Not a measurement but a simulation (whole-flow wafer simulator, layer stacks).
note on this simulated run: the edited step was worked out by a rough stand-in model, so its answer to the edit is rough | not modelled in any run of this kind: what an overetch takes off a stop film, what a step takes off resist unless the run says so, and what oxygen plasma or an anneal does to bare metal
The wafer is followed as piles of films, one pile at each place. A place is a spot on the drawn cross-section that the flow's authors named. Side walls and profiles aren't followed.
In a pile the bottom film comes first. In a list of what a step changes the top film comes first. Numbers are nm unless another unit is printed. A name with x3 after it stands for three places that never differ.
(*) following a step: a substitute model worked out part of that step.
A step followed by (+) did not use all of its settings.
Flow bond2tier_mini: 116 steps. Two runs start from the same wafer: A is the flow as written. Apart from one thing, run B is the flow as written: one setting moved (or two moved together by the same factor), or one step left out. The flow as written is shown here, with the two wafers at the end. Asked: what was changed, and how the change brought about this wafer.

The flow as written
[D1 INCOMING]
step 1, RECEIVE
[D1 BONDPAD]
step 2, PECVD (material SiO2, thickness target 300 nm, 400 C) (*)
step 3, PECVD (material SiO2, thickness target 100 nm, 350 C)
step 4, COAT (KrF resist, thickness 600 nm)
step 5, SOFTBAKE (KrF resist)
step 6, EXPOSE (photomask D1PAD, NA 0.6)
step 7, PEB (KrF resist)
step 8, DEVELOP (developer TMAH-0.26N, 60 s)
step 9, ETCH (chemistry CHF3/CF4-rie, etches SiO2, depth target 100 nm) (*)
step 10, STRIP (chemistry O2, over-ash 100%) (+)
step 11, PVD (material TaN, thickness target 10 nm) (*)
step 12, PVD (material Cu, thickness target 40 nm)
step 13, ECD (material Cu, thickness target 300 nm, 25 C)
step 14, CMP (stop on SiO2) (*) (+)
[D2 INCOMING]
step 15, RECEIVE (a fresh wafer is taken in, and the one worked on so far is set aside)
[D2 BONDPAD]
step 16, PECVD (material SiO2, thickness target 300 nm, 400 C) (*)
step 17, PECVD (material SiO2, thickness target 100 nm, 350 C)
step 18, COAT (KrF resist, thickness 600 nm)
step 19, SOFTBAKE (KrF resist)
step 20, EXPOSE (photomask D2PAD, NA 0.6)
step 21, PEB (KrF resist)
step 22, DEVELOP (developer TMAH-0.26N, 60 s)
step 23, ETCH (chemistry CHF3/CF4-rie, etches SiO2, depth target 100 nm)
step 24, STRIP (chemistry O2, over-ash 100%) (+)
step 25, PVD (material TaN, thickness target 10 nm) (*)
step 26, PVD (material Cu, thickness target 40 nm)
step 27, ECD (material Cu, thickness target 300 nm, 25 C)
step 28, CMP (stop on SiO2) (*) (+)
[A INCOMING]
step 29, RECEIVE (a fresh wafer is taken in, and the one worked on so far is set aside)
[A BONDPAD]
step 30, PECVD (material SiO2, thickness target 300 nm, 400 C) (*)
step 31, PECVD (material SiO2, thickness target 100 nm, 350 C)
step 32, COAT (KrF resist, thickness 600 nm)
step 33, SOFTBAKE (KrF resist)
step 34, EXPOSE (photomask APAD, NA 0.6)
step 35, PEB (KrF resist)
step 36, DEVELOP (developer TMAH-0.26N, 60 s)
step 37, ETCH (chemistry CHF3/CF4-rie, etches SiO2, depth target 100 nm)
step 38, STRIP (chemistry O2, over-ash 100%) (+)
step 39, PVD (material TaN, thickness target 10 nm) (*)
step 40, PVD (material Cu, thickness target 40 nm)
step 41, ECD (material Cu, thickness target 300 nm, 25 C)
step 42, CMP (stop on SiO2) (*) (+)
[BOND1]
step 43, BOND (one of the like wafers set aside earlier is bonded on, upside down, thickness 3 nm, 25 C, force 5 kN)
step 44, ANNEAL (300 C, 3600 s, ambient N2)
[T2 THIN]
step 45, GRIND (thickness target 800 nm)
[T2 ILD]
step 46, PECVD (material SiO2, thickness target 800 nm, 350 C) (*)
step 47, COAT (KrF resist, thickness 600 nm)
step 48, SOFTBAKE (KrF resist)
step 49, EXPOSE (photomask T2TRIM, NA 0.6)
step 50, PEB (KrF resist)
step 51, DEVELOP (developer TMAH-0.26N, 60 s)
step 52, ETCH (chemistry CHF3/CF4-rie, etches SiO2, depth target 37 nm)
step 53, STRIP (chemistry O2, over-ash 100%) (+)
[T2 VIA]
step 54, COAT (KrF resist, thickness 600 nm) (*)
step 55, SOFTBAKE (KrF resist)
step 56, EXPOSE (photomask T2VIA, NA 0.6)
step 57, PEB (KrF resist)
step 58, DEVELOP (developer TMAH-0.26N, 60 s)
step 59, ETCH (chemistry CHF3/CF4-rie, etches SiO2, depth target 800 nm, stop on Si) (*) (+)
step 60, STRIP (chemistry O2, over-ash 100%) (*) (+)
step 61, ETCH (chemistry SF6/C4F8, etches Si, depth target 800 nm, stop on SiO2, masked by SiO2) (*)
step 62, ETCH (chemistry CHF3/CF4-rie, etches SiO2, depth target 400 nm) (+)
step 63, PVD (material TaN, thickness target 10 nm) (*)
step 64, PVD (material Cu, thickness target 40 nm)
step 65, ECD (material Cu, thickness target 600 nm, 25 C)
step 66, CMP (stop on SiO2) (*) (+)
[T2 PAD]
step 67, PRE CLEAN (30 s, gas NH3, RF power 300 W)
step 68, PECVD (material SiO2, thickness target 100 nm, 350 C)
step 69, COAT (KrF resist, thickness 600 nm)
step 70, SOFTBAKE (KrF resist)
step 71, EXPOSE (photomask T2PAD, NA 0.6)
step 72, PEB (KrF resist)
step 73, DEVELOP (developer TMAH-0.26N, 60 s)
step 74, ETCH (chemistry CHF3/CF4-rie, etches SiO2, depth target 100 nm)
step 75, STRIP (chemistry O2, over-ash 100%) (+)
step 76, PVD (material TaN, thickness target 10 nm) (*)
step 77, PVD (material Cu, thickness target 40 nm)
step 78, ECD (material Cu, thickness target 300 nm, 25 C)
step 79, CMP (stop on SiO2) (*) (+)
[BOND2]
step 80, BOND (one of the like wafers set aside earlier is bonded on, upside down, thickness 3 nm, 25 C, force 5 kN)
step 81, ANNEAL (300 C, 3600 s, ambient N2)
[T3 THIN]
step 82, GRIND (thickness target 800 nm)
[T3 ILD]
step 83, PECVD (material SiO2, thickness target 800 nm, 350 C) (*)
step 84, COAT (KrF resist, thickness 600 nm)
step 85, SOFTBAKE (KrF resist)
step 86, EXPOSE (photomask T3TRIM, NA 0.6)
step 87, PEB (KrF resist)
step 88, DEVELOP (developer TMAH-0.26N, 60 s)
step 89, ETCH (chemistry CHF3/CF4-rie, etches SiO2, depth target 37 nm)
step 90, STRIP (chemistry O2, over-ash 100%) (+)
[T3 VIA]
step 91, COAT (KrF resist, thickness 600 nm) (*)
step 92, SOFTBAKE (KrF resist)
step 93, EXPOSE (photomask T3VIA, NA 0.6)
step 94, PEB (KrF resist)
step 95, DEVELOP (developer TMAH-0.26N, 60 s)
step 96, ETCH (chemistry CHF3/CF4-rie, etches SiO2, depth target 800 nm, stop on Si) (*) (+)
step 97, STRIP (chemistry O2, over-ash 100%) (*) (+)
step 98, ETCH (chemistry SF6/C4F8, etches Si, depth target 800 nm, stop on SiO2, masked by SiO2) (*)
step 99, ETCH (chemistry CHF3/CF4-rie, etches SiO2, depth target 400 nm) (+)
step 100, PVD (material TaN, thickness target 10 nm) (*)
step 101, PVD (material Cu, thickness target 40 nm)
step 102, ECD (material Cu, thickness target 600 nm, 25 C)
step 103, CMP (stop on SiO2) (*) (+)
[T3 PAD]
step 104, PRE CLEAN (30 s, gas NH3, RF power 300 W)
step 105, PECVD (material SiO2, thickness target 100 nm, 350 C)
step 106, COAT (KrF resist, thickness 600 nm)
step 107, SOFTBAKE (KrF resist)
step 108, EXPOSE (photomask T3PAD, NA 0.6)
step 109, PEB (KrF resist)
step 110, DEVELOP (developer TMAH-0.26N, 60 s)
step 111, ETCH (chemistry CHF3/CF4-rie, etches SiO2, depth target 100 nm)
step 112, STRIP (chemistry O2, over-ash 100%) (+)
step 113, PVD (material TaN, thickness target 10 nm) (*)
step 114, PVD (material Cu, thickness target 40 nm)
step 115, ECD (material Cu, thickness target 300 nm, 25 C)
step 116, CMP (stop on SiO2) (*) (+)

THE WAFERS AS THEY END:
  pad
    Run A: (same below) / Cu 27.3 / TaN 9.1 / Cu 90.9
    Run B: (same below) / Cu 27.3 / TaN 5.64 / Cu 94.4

What caused this: step 113, PVD: thickness target 6.2 nm was run, while the flow as written has thickness target 10 nm.

How this came from the change, step by step:
  step 113, PVD (material TaN, thickness target 10 nm) (*)
      field: A +10 TaN (new film) | B +6.2 TaN (new film)
      pad: A +9.1 TaN (new film) | B +5.64 TaN (new film)
  step 116, CMP (stop on SiO2) (*) (+)
      field: A -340 Cu (all of it), -10 TaN (all of it) | B -340 Cu (all of it), -6.2 TaN (all of it)
